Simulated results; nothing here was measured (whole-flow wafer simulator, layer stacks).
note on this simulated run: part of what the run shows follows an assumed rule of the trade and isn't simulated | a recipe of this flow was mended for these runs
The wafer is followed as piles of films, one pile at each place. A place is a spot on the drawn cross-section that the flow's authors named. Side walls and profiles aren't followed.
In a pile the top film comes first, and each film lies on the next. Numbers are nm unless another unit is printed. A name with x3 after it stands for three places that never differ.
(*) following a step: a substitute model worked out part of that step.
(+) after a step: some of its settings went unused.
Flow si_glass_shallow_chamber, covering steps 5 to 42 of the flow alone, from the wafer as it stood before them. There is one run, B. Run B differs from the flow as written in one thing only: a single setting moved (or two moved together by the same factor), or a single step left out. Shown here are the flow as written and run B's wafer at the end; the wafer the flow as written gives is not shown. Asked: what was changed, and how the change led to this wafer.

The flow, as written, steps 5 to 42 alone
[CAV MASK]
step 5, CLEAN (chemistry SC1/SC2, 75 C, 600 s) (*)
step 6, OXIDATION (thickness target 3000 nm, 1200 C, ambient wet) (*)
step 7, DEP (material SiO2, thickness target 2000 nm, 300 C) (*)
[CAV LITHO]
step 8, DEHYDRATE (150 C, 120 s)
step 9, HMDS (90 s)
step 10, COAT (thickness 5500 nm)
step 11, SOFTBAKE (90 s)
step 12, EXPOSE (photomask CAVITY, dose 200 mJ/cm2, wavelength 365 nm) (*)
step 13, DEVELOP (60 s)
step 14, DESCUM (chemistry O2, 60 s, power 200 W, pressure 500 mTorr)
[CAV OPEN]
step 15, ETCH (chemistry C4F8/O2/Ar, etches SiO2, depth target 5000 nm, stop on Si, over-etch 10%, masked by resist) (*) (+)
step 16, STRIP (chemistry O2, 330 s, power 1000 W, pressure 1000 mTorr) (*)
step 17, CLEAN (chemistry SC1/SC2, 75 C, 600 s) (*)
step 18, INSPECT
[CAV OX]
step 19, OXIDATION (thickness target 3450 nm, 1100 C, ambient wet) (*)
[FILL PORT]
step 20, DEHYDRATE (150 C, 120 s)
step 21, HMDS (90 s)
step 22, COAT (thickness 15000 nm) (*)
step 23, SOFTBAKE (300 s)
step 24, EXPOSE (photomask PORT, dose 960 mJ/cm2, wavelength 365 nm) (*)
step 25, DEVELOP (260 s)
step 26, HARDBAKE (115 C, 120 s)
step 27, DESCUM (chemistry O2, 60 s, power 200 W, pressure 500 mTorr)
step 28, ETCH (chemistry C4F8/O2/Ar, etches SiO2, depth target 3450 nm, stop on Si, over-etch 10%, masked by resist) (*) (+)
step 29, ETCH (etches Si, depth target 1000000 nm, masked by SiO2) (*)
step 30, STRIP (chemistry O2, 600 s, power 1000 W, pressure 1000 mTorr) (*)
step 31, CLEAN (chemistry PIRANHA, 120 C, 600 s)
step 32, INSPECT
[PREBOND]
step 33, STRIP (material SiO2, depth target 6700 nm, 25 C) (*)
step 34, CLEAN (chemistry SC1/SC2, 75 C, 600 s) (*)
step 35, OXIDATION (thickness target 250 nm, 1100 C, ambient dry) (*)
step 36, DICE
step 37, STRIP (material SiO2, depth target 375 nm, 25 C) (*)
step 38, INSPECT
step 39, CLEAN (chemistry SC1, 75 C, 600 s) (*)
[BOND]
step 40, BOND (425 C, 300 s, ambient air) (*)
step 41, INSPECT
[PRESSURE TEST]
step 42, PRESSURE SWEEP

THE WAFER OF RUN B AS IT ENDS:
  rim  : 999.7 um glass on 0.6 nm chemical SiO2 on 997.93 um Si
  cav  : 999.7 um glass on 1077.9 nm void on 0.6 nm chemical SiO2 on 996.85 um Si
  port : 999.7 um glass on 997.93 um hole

What caused this: step 6, OXIDATION: thickness target 3360 nm was run, though the flow has thickness target 3000 nm.

How this came from the change, step by step:
  step 6, OXIDATION (thickness target 3000 nm, 1200 C, ambient wet) (*)
      rim, ramp, cav, port, septum, ring: SiO2 gains 3360 (new film), chemical SiO2 loses 0.6 (all of it), Si loses 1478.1 (it would be, as written: SiO2 gains 3000 (new film), chemical SiO2 loses 0.6 (all of it), Si loses 1319.7)
  step 15, ETCH (chemistry C4F8/O2/Ar, etches SiO2, depth target 5000 nm, stop on Si, over-etch 10%, masked by resist) (*) (+)
      cav, port: SiO2 loses 5360 (all of it), Si loses 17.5 (it would be, as written: SiO2 loses 5000 (all of it), Si loses 62.5)
  step 19, OXIDATION (thickness target 3450 nm, 1100 C, ambient wet) (*)
      rim, ramp, septum, ring: SiO2 gains 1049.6, Si loses 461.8 (it would be, as written: SiO2 gains 1110.9, Si loses 488.8)
  step 22, COAT (thickness 15000 nm) (*)
      rim: thick-i-line-resist gains 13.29 um (new film) (it would be, as written: thick-i-line-resist gains 13.4 um (new film))
      ramp: thick-i-line-resist gains 12.74 um (new film) (it would be, as written: thick-i-line-resist gains 12.89 um (new film))
      (and at 3 other places as well)
  step 23, SOFTBAKE (300 s)
      rim: thick-i-line-resist loses 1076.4 (it would be, as written: thick-i-line-resist loses 997)
      ramp: thick-i-line-resist loses 529.3 (it would be, as written: thick-i-line-resist loses 487.1)
      (and at 4 other places as well)
  step 25, DEVELOP (260 s)
      port: thick-i-line-resist loses 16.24 um (all of it) (it would be, as written: thick-i-line-resist loses 16.16 um (all of it))
  step 26, HARDBAKE (115 C, 120 s)
      rim, ramp: thick-i-line-resist loses 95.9 (it would be, as written: thick-i-line-resist loses 98.2)
  step 29, ETCH (etches Si, depth target 1000000 nm, masked by SiO2) (*)
      rim, ramp: thick-i-line-resist loses 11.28 um (all of it), SiO2 loses 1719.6 (it would be, as written: thick-i-line-resist loses 11.47 um (all of it), SiO2 loses 1617.3)
      port: hole gains 996.93 um (new film), Si loses 996.93 um (all of it) (it would be, as written: hole gains 997.05 um (new film), Si loses 997.05 um (all of it))
      (and at 2 other places as well)
  step 30, STRIP (chemistry O2, 600 s, power 1000 W, pressure 1000 mTorr) (*)
      cav: thick-i-line-resist loses 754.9 (all of it) (it would be, as written: thick-i-line-resist loses 669.6 (all of it))
  step 33, STRIP (material SiO2, depth target 6700 nm, 25 C) (*)
      rim, ramp: SiO2 loses 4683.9 (all of it) (it would be, as written: SiO2 loses 4487.5 (all of it))
      septum: SiO2 loses 6022.1 (all of it) (it would be, as written: SiO2 loses 5732.1 (all of it))
      (and at 1 other place as well)
